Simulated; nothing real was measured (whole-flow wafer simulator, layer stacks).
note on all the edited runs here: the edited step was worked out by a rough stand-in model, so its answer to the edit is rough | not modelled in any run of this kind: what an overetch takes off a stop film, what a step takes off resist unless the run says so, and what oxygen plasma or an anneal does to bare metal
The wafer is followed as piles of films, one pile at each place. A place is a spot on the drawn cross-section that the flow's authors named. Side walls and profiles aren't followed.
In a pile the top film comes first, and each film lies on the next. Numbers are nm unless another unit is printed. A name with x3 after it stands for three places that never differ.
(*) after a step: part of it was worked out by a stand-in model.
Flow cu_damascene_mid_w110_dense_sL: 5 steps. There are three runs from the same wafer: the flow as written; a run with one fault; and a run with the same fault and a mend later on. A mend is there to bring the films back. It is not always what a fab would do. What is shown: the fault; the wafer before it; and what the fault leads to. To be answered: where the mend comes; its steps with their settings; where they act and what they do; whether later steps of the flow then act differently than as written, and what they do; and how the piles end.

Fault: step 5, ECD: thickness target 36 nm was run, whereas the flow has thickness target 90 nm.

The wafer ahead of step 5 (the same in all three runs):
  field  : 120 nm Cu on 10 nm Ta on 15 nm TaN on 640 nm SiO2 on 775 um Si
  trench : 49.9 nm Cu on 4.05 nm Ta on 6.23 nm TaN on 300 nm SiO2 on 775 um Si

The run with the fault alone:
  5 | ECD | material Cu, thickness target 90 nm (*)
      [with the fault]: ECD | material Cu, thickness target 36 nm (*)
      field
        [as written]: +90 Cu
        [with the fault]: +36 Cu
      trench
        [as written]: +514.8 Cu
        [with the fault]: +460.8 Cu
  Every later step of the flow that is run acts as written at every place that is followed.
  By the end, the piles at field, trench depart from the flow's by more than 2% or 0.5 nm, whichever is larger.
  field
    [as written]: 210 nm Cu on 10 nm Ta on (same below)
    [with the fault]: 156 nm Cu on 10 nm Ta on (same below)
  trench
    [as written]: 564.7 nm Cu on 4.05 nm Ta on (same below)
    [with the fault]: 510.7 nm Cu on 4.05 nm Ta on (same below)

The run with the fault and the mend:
  The mend follows step 5.
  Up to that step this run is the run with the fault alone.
  5a | ECD | material Cu, thickness target 54 nm (the flow's step 5 again, with other settings)
      field, trench
        +54 Cu
  Every later step of the flow that is run acts as written at every place that is followed.
  The piles end the same as the flow's at every place that both follow.
